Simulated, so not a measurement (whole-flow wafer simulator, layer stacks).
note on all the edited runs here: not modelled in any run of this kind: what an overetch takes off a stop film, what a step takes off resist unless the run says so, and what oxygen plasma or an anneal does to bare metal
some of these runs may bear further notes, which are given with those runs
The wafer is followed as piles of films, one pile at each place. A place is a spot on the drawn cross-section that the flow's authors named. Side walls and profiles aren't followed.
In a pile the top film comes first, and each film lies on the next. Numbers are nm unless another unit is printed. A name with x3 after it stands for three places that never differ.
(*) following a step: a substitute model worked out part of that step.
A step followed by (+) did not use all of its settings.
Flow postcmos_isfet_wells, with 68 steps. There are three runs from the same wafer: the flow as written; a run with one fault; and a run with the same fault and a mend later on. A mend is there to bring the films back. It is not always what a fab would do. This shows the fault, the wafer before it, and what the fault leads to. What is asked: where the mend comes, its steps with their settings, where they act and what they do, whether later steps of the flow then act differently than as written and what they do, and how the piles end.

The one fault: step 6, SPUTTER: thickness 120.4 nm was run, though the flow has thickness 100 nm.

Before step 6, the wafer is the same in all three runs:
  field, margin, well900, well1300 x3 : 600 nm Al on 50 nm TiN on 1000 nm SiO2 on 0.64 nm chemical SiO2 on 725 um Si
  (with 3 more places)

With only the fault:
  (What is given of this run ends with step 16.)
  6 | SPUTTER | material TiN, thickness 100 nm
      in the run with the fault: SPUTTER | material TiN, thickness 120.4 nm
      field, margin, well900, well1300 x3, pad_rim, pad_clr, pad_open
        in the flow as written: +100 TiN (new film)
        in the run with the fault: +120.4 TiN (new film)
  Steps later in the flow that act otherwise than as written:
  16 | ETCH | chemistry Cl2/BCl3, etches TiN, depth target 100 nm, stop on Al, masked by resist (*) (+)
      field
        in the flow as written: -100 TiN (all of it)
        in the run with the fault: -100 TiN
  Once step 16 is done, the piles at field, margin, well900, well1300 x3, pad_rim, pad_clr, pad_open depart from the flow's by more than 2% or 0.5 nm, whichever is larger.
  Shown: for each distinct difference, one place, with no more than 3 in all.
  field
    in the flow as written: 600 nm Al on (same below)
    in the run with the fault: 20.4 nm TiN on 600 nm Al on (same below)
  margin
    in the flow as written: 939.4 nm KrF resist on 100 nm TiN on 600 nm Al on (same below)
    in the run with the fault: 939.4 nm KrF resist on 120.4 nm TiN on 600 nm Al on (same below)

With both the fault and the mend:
  The mend follows step 6.
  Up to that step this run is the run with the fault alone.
  6a | ETCH | chemistry peroxide tin strip, depth target 138.5 nm
      field, margin, well900, well1300 x3, pad_rim, pad_clr, pad_open
        -120.4 TiN (all of it)
  6b | SPUTTER | material TiN, thickness 100 nm (the flow's step 6, run once more)
      field, margin, well900, well1300 x3, pad_rim, pad_clr, pad_open
        +100 TiN (new film)
  Later steps of the flow that are run all act as written at every place that is followed.
  At every place that both follow, the piles at the end match the flow's.
